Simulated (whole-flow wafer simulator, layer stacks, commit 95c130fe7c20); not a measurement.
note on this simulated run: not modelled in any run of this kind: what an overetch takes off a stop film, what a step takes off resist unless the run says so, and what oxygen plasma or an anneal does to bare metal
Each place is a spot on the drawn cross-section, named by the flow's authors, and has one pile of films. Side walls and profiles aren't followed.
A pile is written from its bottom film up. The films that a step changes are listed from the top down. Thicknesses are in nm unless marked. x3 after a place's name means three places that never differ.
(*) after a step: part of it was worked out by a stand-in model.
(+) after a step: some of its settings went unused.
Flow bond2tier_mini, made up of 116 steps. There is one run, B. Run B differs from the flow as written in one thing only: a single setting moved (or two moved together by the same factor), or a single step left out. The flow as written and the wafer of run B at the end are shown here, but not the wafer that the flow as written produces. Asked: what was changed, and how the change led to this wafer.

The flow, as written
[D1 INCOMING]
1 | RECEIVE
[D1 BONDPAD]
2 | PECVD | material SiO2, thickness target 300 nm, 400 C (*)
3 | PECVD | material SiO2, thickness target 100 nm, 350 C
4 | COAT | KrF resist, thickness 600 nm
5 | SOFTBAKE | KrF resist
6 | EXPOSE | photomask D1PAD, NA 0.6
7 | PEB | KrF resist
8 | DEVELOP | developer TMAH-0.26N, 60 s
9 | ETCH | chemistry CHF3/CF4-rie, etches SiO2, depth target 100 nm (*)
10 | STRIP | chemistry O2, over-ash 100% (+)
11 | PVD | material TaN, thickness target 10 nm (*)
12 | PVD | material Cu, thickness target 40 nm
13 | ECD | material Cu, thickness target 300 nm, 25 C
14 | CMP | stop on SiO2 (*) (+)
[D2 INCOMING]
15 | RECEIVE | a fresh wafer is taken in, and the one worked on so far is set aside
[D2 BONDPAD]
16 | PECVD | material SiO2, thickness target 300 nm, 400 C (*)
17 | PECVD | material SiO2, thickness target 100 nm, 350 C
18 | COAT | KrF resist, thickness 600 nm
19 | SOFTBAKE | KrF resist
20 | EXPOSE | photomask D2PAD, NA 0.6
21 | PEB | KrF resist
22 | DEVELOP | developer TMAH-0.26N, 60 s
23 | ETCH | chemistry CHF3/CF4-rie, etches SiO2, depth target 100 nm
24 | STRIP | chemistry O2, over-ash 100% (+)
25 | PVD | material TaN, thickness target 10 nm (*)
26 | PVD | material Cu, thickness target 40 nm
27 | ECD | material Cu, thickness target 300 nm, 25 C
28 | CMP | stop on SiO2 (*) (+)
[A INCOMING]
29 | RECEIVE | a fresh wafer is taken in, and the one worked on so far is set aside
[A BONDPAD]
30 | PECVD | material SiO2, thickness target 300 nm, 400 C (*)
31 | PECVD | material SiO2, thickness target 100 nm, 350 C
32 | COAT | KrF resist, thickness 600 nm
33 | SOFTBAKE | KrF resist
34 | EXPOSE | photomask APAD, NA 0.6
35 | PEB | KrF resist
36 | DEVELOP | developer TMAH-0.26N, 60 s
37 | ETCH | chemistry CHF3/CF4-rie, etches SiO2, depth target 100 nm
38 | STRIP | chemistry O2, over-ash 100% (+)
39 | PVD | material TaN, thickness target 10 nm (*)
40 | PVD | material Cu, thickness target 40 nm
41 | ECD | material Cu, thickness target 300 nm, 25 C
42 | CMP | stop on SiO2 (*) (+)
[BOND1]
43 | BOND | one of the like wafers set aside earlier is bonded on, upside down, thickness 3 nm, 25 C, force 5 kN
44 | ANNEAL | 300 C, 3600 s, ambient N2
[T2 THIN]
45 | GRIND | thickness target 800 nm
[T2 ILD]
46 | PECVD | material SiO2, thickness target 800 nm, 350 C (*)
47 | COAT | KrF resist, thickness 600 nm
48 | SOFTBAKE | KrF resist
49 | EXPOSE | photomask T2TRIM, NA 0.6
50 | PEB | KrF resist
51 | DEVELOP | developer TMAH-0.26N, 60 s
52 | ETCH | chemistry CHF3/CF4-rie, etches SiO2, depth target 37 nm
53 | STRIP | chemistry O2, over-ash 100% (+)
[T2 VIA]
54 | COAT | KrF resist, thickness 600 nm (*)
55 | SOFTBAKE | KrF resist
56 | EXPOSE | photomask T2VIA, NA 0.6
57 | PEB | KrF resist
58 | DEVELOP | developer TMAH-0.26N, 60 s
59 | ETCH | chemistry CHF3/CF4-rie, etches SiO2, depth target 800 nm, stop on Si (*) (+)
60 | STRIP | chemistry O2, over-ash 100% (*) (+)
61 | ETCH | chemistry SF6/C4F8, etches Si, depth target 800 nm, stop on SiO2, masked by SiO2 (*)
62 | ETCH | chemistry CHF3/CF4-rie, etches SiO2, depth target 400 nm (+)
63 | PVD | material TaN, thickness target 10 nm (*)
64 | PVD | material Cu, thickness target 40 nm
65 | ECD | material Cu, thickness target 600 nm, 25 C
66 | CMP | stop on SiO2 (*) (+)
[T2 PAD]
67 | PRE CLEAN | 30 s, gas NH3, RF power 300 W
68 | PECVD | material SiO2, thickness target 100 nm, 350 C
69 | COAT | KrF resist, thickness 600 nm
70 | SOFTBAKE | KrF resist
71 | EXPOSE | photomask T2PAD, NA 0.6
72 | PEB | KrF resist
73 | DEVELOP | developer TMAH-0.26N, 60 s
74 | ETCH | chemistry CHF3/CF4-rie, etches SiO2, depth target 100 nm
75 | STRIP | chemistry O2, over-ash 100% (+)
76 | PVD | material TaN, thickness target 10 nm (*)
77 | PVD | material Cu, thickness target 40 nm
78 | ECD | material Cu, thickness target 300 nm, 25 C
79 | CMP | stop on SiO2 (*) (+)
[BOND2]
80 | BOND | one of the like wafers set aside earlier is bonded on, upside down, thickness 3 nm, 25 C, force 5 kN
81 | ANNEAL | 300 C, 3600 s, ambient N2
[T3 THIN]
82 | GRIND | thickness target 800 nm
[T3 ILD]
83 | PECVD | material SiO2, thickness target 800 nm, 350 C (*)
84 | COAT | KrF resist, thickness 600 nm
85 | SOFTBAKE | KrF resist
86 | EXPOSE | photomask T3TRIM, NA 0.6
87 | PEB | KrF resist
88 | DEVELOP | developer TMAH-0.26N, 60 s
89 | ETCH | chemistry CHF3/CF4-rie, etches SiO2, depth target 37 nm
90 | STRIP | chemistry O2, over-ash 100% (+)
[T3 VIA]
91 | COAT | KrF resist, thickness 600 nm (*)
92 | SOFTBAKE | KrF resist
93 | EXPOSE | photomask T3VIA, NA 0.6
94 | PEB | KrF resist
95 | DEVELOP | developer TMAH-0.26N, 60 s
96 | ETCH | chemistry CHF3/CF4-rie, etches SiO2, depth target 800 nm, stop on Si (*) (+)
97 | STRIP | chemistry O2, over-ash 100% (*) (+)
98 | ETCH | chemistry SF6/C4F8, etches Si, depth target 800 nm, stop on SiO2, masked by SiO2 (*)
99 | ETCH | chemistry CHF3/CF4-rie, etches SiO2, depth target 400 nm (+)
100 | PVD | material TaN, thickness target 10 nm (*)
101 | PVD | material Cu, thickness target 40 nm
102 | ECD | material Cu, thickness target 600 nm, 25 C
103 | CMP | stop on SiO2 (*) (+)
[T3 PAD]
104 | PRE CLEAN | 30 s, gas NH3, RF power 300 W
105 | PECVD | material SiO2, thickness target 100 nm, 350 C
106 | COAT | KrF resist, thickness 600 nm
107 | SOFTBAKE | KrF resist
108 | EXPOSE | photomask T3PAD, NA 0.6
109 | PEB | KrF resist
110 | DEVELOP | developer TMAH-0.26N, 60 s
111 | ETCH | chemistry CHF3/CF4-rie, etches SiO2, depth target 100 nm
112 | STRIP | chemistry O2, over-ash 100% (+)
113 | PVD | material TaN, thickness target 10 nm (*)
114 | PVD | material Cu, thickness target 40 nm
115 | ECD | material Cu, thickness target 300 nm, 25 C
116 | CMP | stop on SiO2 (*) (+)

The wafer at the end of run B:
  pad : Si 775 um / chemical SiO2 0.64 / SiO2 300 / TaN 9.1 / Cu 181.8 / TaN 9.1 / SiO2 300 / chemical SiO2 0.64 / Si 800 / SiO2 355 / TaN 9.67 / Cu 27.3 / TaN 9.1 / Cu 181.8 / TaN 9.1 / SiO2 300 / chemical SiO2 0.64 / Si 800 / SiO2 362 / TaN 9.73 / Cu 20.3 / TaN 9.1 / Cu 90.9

What caused this: step 89, ETCH: depth target 30 nm was run, though the flow has depth target 37 nm.

How this came from the change, step by step:
  89 | ETCH | chemistry CHF3/CF4-rie, etches SiO2, depth target 37 nm
      field: KrF resist loses 10 (in the flow as written it would be: KrF resist loses 12.3)
      pad: SiO2 loses 30 (in the flow as written it would be: SiO2 loses 37)
